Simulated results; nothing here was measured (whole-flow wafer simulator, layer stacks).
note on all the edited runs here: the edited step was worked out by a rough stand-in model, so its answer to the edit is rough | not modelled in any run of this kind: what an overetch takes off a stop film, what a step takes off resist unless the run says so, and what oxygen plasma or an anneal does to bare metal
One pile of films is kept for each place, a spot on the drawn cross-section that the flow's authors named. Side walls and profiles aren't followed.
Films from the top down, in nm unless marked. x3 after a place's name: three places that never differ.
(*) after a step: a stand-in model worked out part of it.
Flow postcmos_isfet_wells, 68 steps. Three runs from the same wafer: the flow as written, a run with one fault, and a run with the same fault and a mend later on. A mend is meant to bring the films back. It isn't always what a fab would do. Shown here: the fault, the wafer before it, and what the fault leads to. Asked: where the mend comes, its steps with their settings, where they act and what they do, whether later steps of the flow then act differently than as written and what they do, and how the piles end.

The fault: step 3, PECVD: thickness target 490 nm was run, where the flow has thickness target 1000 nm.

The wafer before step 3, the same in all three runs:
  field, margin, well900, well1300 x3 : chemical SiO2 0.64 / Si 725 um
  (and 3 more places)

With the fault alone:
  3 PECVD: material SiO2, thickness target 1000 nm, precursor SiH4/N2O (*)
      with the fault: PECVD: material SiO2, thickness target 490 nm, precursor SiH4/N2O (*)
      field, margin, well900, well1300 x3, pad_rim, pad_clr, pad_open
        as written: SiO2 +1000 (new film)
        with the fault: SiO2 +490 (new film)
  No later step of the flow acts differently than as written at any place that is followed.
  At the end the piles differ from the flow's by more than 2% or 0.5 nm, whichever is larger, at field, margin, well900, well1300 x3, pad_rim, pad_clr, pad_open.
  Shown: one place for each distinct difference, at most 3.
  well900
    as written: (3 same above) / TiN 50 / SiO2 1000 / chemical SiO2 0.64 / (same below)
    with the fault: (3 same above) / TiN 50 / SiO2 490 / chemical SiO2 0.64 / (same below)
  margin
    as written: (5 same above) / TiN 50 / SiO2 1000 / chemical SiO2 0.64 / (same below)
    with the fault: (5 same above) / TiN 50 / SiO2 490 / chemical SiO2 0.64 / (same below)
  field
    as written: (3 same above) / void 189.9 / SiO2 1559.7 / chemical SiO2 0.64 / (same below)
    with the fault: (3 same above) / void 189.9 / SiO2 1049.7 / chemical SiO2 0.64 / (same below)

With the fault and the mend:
  The mend comes after step 3.
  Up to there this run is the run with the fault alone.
  3a PECVD: material SiO2, thickness target 510 nm, precursor SiH4/N2O (*) (the flow's step 3 once more, with other settings)
      field, margin, well900, well1300 x3, pad_rim, pad_clr, pad_open
        SiO2 +510
  No later step of the flow acts differently than as written at any place that is followed.
  At the end the piles are the same as the flow's at every place that both follow.
